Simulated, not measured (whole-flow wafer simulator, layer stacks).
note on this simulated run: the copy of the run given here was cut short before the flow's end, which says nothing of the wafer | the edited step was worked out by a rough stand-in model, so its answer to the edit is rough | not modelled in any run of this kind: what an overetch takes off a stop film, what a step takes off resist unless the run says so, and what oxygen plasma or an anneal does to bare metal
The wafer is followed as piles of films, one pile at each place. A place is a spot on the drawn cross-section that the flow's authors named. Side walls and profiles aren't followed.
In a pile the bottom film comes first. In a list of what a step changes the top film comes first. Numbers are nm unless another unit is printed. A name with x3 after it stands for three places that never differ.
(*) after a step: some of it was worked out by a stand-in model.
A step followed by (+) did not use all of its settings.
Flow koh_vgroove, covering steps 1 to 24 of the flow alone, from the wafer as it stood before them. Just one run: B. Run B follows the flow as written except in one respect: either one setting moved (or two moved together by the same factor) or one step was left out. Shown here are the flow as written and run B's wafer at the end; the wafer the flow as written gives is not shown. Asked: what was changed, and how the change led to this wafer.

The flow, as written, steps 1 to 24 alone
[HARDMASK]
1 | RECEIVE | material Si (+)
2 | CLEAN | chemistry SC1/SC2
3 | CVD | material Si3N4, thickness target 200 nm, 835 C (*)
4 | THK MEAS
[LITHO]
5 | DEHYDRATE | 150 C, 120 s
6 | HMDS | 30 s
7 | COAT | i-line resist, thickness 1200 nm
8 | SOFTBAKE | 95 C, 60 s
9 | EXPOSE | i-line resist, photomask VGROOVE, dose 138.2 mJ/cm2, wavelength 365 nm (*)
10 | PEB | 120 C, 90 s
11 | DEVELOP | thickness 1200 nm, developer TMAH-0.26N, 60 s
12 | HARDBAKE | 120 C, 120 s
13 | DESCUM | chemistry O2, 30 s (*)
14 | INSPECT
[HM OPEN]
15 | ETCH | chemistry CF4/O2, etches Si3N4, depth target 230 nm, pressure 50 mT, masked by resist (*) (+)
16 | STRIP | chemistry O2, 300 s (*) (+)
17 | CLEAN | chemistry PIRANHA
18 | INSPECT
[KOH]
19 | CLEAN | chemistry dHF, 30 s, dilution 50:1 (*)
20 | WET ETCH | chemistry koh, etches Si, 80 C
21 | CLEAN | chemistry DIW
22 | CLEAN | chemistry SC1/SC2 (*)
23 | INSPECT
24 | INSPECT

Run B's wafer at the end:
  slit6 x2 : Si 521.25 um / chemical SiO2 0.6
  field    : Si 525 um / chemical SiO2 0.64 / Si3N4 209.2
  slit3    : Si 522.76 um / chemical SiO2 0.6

The reason: step 3, CVD: thickness target 210 nm was run, though the flow has thickness target 200 nm.

Step by step, how the change led to this:
  3 | CVD | material Si3N4, thickness target 200 nm, 835 C (*)
      field, slit3, slit2, slit6 x2: Si3N4 gains 210 (new film) (it would be, as written: Si3N4 gains 200 (new film))
  15 | ETCH | chemistry CF4/O2, etches Si3N4, depth target 230 nm, pressure 50 mT, masked by resist (*) (+)
      slit3, slit2, slit6 x2: Si3N4 loses 210 (all of it), chemical SiO2 loses 0.64 (all of it), Si loses 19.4 (it would be, as written: Si3N4 loses 200 (all of it), chemical SiO2 loses 0.64 (all of it), Si loses 29.4)
